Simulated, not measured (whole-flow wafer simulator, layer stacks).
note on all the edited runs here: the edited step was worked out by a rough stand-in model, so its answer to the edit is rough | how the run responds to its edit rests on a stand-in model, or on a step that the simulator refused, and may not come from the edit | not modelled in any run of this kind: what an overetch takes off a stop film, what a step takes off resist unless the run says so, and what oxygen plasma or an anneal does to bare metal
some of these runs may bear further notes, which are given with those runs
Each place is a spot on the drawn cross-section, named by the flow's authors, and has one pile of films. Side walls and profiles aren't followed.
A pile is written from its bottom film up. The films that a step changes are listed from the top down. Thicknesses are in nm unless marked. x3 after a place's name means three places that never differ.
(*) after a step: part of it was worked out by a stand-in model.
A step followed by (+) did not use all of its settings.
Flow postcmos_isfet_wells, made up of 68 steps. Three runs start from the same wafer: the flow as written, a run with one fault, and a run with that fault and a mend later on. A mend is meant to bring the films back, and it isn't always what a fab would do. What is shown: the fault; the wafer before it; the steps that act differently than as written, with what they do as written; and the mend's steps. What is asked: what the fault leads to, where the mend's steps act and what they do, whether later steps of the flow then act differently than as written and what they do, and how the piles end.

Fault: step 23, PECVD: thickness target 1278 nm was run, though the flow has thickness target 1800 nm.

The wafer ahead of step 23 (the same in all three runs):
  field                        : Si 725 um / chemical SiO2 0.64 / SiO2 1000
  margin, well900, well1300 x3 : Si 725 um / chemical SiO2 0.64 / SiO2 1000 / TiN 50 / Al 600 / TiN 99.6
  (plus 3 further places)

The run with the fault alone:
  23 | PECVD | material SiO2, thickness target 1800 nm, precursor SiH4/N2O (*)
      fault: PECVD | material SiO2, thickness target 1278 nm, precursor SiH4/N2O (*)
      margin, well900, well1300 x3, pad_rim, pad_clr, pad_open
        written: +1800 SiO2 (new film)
        fault: +1278 SiO2 (new film)
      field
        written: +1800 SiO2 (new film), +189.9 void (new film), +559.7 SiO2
        fault: +1278 SiO2 (new film), +190.1 void (new film), +559.5 SiO2
  Steps later in the flow that act otherwise than as written:
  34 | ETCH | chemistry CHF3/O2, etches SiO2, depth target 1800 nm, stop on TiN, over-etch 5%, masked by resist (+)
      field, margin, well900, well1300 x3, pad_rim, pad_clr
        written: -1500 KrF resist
        fault: -1118.2 KrF resist
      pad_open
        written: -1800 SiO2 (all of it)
        fault: -1278 SiO2 (all of it)
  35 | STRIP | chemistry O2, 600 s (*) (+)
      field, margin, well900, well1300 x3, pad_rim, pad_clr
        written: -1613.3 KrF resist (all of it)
        fault: -1995.1 KrF resist (all of it)
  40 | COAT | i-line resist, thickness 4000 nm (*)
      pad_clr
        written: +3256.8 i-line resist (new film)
        fault: +3422.1 i-line resist (new film)
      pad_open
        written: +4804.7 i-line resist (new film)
        fault: +4616.6 i-line resist (new film)
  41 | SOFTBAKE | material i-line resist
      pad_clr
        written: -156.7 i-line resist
        fault: -106.8 i-line resist
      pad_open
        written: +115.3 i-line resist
        fault: +91.2 i-line resist
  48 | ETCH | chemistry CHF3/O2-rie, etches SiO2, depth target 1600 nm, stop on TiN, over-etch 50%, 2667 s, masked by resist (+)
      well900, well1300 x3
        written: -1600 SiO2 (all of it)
        fault: -1078 SiO2 (all of it)
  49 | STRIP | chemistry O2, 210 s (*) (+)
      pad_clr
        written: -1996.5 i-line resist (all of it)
        fault: -2211.6 i-line resist (all of it)
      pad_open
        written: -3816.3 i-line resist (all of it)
        fault: -3604.1 i-line resist (all of it)
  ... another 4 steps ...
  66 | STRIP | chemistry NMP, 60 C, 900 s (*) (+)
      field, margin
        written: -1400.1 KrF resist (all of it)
        fault: -1647.7 KrF resist (all of it)
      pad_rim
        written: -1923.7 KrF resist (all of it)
        fault: -2041.8 KrF resist (all of it)
  At field, margin, pad_rim, pad_clr, the piles at the end differ from the flow's by more than 2% or 0.5 nm, whichever is larger.
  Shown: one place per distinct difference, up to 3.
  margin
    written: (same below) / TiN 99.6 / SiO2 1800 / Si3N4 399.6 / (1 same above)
    fault: (same below) / TiN 99.6 / SiO2 1278 / Si3N4 399.6 / (1 same above)
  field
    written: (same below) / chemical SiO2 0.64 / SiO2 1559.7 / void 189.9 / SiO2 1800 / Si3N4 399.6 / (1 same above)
    fault: (same below) / chemical SiO2 0.64 / SiO2 1559.5 / void 190.1 / SiO2 1278 / Si3N4 399.6 / (1 same above)
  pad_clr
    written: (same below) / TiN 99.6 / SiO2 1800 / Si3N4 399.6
    fault: (same below) / TiN 99.6 / SiO2 1278 / Si3N4 399.6

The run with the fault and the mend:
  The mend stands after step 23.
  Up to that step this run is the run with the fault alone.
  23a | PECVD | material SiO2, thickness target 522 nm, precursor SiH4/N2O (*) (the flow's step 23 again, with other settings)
      field, margin, well900, well1300 x3, pad_rim, pad_clr, pad_open
        +522 SiO2
  Later steps of the flow that are run all act as written at every place that is followed.
  At the end the piles are close to the flow's at the places that both follow, differing by at most 2% or 0.5 nm, whichever is larger.
